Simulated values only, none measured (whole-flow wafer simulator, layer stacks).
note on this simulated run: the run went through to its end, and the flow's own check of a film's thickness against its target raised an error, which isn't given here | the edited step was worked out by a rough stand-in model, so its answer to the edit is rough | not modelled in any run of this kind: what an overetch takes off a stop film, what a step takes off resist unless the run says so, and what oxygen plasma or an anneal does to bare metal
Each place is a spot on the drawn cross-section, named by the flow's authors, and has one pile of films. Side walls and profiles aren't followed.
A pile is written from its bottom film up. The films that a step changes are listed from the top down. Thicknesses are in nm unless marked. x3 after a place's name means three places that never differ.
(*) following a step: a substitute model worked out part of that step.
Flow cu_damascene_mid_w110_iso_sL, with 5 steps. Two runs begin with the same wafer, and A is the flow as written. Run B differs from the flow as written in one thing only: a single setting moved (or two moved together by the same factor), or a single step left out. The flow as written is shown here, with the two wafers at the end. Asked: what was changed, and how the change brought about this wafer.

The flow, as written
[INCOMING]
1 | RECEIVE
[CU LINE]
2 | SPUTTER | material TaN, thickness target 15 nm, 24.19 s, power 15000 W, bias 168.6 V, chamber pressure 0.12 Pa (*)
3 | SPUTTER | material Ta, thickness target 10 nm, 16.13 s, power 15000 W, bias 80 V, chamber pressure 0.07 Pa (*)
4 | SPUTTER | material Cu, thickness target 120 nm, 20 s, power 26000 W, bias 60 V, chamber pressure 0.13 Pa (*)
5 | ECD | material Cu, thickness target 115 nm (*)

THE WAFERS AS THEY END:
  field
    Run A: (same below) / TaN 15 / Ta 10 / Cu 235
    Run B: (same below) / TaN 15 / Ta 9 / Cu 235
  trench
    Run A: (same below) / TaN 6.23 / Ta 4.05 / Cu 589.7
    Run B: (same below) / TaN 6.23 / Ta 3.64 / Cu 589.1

Cause: step 3, SPUTTER: 14.52 s was run, whereas the flow has 16.13 s.

Step by step, how the change led to this:
  3 | SPUTTER | material Ta, thickness target 10 nm, 16.13 s, power 15000 W, bias 80 V, chamber pressure 0.07 Pa (*)
      field: A Ta gains 10 (new film) | B Ta gains 9 (new film)
